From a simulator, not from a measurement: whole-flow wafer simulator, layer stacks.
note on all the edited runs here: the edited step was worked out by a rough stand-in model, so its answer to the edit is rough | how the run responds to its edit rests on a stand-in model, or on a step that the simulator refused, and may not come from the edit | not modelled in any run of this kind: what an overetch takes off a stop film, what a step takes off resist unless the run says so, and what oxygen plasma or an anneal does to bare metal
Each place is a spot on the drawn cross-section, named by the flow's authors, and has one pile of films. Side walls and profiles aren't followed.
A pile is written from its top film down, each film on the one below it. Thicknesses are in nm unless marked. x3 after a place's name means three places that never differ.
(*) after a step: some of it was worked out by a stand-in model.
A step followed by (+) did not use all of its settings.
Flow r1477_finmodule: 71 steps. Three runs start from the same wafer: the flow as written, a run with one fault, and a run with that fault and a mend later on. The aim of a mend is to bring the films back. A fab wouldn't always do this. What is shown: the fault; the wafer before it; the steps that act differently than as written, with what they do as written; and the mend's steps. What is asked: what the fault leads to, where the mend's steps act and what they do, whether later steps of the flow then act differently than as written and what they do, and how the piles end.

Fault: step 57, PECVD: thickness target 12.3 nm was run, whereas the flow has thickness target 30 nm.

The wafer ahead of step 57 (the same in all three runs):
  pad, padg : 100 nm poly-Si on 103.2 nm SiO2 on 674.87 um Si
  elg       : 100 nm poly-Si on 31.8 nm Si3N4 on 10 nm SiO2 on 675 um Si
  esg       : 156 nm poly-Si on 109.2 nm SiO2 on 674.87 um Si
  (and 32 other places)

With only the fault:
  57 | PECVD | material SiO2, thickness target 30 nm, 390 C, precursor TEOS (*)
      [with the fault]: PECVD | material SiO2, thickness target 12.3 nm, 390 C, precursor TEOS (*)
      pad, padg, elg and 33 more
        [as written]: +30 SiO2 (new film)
        [with the fault]: +12.3 SiO2 (new film)
  Steps later in the flow that act otherwise than as written (3 other steps are not shown; they differ only slightly, by no more than 2% or 0.5 nm, whichever is larger):
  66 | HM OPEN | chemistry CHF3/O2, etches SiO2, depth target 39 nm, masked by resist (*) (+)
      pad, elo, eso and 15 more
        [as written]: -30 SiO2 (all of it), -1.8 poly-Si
        [with the fault]: -12.3 SiO2 (all of it), -1.23 poly-Si
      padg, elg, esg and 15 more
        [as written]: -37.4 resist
        [with the fault]: -17.7 resist
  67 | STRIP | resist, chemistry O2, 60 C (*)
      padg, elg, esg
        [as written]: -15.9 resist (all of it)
        [with the fault]: -35.6 resist (all of it)
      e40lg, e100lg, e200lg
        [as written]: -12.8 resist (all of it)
        [with the fault]: -32.5 resist (all of it)
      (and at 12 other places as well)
  At padg, elg, esg and 15 more, the piles at the end differ from the flow's by more than 2% or 0.5 nm, whichever is larger.
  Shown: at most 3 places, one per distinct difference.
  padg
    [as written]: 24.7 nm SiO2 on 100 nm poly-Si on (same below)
    [with the fault]: 7 nm SiO2 on 100 nm poly-Si on (same below)
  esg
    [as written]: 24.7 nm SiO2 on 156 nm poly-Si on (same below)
    [with the fault]: 7 nm SiO2 on 156 nm poly-Si on (same below)
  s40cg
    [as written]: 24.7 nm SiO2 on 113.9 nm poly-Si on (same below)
    [with the fault]: 7 nm SiO2 on 113.9 nm poly-Si on (same below)

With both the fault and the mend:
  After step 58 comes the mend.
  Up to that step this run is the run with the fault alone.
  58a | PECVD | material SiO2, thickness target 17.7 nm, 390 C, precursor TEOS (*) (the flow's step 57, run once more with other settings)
      pad, padg, elg and 33 more
        +17.7 SiO2
  Every later step of the flow that is run acts as written at every place that is followed.
  By the end, the piles equal the flow's at every place that both follow.
